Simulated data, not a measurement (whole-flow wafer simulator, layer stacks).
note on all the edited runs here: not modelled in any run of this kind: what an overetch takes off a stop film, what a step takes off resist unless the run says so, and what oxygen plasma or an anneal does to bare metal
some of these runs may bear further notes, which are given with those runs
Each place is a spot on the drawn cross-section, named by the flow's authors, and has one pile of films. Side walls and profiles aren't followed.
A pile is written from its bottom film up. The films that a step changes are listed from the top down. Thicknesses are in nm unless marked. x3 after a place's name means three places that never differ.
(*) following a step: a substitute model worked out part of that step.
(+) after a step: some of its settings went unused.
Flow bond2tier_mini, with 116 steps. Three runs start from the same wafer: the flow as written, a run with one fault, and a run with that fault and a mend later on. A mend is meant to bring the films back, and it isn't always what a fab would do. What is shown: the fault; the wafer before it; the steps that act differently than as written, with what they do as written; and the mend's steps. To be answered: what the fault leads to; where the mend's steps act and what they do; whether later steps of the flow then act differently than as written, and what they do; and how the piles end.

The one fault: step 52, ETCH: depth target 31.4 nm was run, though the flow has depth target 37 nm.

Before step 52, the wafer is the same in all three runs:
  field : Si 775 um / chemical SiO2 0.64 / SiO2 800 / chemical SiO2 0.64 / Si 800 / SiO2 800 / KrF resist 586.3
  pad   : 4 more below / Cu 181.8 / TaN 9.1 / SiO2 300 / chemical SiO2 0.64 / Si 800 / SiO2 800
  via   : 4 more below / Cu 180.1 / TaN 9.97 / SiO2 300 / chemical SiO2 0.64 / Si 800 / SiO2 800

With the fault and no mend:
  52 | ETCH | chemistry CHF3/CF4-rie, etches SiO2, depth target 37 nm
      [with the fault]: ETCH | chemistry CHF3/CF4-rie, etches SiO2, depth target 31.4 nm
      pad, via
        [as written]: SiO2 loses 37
        [with the fault]: SiO2 loses 31.4
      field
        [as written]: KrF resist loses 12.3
        [with the fault]: KrF resist loses 10.5
  None of the later steps of the flow differs from how it acts as written, at any place that is followed, by more than 2% or 0.5 nm, whichever is larger.
  At pad, the piles at the end differ from the flow's by more than 2% or 0.5 nm, whichever is larger.
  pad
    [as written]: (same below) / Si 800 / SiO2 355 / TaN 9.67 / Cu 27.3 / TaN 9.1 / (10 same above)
    [with the fault]: (same below) / Si 800 / SiO2 360.6 / TaN 9.72 / Cu 21.7 / TaN 9.1 / (10 same above)

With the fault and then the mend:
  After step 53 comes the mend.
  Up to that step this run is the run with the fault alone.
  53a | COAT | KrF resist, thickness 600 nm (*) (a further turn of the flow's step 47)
      field
        KrF resist gains 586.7 (new film)
      pad
        KrF resist gains 613.9 (new film)
      via
        KrF resist gains 612.2 (new film)
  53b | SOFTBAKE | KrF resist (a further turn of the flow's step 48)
      does not change any film at any place that is followed
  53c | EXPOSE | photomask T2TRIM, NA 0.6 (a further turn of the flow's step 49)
      does not change any film at any place that is followed
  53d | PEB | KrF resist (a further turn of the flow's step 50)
      does not change any film at any place that is followed
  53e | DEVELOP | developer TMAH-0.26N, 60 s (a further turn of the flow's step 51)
      field
        KrF resist loses 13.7
      pad
        KrF resist loses 613.9 (all of it)
      via
        KrF resist loses 612.2 (all of it)
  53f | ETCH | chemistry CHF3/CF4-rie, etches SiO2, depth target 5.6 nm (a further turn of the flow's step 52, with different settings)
      pad, via
        SiO2 loses 5.6
      field
        KrF resist loses 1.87
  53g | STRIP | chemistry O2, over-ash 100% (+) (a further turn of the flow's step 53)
      field
        KrF resist loses 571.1 (all of it)
  None of the later steps of the flow acts differently than as written at any place that is followed.
  At every place that both follow, the piles at the end match the flow's.
